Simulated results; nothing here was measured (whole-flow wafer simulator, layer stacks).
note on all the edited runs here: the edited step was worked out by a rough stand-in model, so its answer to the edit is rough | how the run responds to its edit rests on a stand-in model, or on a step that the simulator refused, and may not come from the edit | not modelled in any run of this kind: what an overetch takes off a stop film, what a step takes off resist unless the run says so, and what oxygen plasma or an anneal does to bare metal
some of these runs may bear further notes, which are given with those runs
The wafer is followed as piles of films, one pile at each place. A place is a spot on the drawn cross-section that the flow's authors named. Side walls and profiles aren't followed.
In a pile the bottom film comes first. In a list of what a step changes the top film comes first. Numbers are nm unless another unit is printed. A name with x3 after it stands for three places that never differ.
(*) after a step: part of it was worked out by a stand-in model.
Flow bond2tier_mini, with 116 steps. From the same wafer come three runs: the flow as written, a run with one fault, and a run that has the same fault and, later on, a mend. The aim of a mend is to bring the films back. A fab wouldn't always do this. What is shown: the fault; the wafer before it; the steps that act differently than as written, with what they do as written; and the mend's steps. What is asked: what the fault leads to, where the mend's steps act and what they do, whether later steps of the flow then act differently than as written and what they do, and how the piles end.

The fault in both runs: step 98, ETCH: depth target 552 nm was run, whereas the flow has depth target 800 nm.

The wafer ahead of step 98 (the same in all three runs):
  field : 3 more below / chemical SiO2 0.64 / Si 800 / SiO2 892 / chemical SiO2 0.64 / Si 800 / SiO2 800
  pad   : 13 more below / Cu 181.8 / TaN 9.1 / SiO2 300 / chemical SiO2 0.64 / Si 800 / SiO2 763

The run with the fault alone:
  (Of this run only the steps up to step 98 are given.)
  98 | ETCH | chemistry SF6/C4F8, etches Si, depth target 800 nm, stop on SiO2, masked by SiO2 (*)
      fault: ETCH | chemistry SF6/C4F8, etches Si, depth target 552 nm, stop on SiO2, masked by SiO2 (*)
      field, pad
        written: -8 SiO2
        fault: -5.52 SiO2
  After step 98 the piles are close to the flow's at the places that both follow, differing by at most 2% or 0.5 nm, whichever is larger.

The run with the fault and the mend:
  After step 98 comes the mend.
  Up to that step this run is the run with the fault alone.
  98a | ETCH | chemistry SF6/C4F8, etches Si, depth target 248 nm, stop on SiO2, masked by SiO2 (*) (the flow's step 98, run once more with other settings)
      field, pad
        -2.48 SiO2
  Later steps of the flow that are run all act as written at every place that is followed.
  At every place that both follow, the piles at the end match the flow's.
